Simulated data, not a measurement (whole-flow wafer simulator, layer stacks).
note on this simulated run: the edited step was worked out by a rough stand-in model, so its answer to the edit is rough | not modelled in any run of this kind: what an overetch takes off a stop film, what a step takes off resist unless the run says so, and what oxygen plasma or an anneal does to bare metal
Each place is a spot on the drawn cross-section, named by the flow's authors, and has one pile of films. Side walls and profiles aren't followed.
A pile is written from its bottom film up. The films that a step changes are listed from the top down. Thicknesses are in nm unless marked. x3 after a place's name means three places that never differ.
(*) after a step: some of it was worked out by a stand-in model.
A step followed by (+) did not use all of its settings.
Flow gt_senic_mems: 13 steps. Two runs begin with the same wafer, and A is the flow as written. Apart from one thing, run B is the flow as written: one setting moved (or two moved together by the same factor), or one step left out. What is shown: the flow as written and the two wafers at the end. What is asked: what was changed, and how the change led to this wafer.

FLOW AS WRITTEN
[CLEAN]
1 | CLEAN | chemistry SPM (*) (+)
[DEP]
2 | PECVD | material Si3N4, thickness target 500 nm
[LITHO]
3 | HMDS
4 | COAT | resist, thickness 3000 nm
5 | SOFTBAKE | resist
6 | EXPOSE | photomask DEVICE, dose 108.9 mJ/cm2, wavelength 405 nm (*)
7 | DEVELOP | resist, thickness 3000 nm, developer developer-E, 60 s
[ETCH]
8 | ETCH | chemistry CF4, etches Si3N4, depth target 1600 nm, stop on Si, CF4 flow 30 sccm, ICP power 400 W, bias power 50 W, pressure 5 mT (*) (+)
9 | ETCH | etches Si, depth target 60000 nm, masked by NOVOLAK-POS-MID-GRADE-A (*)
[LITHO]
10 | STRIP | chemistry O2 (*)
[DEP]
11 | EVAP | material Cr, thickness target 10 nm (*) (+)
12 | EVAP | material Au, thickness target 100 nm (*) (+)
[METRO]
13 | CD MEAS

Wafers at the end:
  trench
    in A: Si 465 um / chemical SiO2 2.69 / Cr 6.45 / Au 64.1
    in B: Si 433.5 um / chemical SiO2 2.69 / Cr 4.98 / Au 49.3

What caused this: step 9, ETCH: depth target 91500 nm was run, though the flow has depth target 60000 nm.

The path from the change to this, step by step:
  9 | ETCH | etches Si, depth target 60000 nm, masked by NOVOLAK-POS-MID-GRADE-A (*)
      field: A resist loses 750 | B resist loses 1143.8
      trench: A Si loses 60 um | B Si loses 91.5 um
  10 | STRIP | chemistry O2 (*)
      field: A resist loses 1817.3 (all of it) | B resist loses 1423.6 (all of it)
  11 | EVAP | material Cr, thickness target 10 nm (*) (+)
      trench: A Cr gains 6.45 (new film) | B Cr gains 4.98 (new film)
  12 | EVAP | material Au, thickness target 100 nm (*) (+)
      trench: A Au gains 64.1 (new film) | B Au gains 49.3 (new film)
